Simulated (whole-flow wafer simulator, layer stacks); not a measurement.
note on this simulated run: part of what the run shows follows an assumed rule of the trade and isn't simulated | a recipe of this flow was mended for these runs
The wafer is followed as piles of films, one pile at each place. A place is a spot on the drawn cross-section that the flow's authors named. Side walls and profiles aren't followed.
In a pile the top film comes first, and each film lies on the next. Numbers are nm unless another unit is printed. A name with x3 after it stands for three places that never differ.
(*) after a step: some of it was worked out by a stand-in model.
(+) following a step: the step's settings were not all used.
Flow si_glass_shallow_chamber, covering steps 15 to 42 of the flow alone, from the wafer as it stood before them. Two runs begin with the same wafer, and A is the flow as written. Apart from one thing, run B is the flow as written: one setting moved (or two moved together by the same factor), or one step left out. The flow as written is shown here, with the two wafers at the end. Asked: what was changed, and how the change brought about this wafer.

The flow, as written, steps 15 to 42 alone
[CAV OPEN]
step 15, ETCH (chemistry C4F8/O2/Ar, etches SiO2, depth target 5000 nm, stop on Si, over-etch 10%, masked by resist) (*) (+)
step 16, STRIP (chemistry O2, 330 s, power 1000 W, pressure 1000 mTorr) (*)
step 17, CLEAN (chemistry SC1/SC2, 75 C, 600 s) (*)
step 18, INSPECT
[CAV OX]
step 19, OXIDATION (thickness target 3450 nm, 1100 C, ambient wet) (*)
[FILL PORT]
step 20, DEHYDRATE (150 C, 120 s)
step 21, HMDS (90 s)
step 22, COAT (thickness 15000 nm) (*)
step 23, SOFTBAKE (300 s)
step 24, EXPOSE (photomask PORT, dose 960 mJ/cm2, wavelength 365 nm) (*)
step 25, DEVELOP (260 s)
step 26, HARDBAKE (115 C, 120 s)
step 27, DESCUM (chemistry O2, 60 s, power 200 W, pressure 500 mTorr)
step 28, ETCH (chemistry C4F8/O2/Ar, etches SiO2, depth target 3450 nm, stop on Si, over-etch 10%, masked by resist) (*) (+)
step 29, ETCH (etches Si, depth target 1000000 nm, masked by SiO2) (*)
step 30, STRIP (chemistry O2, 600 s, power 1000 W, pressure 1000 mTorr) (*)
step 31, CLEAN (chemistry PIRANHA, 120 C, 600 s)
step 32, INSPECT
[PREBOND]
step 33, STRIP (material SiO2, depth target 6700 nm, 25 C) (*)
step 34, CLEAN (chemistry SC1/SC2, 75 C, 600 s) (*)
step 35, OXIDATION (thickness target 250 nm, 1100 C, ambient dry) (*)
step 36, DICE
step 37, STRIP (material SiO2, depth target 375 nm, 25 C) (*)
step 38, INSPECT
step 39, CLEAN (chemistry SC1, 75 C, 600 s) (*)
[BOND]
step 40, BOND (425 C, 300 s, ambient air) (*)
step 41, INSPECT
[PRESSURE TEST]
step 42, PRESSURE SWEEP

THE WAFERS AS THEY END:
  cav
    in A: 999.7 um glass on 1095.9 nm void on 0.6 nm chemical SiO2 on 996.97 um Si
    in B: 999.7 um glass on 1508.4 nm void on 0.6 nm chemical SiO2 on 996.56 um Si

The reason: step 15, ETCH: depth target 8000 nm was run, though the flow has depth target 5000 nm.

The path from the change to this, step by step:
  step 15, ETCH (chemistry C4F8/O2/Ar, etches SiO2, depth target 5000 nm, stop on Si, over-etch 10%, masked by resist) (*) (+)
      cav, port: A SiO2 loses 5000 (all of it), Si loses 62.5 | B SiO2 loses 5000 (all of it), Si loses 475
  step 22, COAT (thickness 15000 nm) (*)
      rim: A thick-i-line-resist gains 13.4 um (new film) | B thick-i-line-resist gains 13.23 um (new film)
      ramp: A thick-i-line-resist gains 12.89 um (new film) | B thick-i-line-resist gains 12.67 um (new film)
      (and at 4 other places as well)
  step 23, SOFTBAKE (300 s)
      rim: A thick-i-line-resist loses 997 | B thick-i-line-resist loses 1113.9
      ramp: A thick-i-line-resist loses 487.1 | B thick-i-line-resist loses 549.4
      (and at 4 other places as well)
  step 25, DEVELOP (260 s)
      port: A thick-i-line-resist loses 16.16 um (all of it) | B thick-i-line-resist loses 16.28 um (all of it)
  step 26, HARDBAKE (115 C, 120 s)
      rim, ramp: A thick-i-line-resist loses 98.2 | B thick-i-line-resist loses 94.8
  step 29, ETCH (etches Si, depth target 1000000 nm, masked by SiO2) (*)
      rim, ramp: A thick-i-line-resist loses 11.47 um (all of it), SiO2 loses 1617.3 | B thick-i-line-resist loses 11.19 um (all of it), SiO2 loses 1767.7
      port: A hole gains 997.05 um (new film), Si loses 997.05 um (all of it) | B hole gains 996.64 um (new film), Si loses 996.64 um (all of it)
      (and at 2 other places as well)
  step 30, STRIP (chemistry O2, 600 s, power 1000 W, pressure 1000 mTorr) (*)
      cav: A thick-i-line-resist loses 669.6 (all of it) | B thick-i-line-resist loses 794.9 (all of it)
  step 33, STRIP (material SiO2, depth target 6700 nm, 25 C) (*)
      rim, ramp: A SiO2 loses 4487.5 (all of it) | B SiO2 loses 4337.2 (all of it)
  step 40, BOND (425 C, 300 s, ambient air) (*)
      cav: A glass gains 999.7 um (new film), void gains 1095.9 (new film) | B glass gains 999.7 um (new film), void gains 1508.4 (new film)
      port: A glass gains 999.7 um (new film), hole gains 1017.3 | B glass gains 999.7 um (new film), hole gains 1429.8
